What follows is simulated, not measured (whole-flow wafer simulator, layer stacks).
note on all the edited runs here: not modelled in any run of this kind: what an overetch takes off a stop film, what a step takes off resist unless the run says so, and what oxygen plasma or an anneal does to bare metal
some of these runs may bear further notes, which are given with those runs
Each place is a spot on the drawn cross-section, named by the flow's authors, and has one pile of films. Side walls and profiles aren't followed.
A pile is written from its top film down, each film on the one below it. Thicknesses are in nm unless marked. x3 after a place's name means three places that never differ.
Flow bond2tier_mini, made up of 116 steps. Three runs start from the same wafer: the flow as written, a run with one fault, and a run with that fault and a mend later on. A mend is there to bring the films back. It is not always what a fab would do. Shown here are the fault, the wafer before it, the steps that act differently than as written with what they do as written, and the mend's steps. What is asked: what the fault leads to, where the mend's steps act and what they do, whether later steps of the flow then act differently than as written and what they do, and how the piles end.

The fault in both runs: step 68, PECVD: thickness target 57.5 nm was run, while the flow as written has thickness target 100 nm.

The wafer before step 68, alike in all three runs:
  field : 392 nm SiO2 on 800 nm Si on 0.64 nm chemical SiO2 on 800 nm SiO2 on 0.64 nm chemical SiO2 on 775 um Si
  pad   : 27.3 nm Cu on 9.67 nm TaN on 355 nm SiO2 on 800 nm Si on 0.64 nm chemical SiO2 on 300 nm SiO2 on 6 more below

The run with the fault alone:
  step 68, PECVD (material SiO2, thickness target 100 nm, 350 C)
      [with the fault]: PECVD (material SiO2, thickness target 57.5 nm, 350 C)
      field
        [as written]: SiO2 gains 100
        [with the fault]: SiO2 gains 57.5
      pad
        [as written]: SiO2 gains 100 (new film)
        [with the fault]: SiO2 gains 57.5 (new film)
  Steps later in the flow that act otherwise than as written (2 other steps are not shown; they differ only slightly, by no more than 2% or 0.5 nm, whichever is larger):
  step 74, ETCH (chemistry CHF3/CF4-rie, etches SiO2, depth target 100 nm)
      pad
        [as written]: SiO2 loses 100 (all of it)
        [with the fault]: SiO2 loses 57.5 (all of it), Cu loses 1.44
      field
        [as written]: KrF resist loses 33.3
        [with the fault]: KrF resist loses 28.8
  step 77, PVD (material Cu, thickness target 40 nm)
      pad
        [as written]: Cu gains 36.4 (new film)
        [with the fault]: Cu gains 37.9 (new film)
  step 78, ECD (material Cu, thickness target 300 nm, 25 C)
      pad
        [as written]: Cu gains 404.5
        [with the fault]: Cu gains 361.6
  By the end, the piles at field, pad depart from the flow's by more than 2% or 0.5 nm, whichever is larger.
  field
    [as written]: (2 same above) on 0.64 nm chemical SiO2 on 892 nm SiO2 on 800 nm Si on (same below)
    [with the fault]: (2 same above) on 0.64 nm chemical SiO2 on 849.5 nm SiO2 on 800 nm Si on (same below)
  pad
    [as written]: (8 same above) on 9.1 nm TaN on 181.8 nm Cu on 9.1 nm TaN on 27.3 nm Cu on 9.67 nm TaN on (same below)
    [with the fault]: (8 same above) on 9.1 nm TaN on 140.3 nm Cu on 9.51 nm TaN on 25.9 nm Cu on 9.67 nm TaN on (same below)

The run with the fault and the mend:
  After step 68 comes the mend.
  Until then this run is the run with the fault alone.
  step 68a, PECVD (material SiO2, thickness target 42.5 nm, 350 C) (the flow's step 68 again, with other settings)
      field, pad
        SiO2 gains 42.5
  Every later step of the flow that is run acts as written at every place that is followed.
  At every place that both follow, the piles at the end match the flow's.
